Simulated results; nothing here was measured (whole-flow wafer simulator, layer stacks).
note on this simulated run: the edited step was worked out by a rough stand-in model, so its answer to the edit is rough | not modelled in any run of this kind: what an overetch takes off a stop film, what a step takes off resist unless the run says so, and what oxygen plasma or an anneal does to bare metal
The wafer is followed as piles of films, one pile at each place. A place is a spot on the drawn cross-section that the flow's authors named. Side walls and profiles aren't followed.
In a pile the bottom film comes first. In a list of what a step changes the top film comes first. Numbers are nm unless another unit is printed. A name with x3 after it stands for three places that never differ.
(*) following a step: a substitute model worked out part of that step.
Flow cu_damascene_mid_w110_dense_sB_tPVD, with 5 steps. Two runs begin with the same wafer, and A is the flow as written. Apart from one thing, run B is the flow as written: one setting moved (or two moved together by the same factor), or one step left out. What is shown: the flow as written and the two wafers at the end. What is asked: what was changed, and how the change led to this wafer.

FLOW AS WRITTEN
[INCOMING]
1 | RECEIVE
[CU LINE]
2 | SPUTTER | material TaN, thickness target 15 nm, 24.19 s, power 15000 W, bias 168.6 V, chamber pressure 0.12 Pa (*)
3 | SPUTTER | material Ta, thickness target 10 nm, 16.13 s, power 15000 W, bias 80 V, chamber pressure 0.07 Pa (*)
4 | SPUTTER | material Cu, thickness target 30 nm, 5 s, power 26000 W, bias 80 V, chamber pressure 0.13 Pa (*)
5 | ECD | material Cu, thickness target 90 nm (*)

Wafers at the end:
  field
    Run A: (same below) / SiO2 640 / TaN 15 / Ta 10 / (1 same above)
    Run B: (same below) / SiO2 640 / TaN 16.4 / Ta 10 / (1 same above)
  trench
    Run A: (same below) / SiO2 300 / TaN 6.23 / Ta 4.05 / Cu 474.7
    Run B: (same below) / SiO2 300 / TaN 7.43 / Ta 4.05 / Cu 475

What caused this: step 2, SPUTTER: bias 109.2 V was run, while the flow as written has bias 168.6 V.

Step by step, how the change led to this:
  2 | SPUTTER | material TaN, thickness target 15 nm, 24.19 s, power 15000 W, bias 168.6 V, chamber pressure 0.12 Pa (*)
      field: A +15 TaN (new film) | B +16.4 TaN (new film)
      trench: A +6.23 TaN (new film) | B +7.43 TaN (new film)
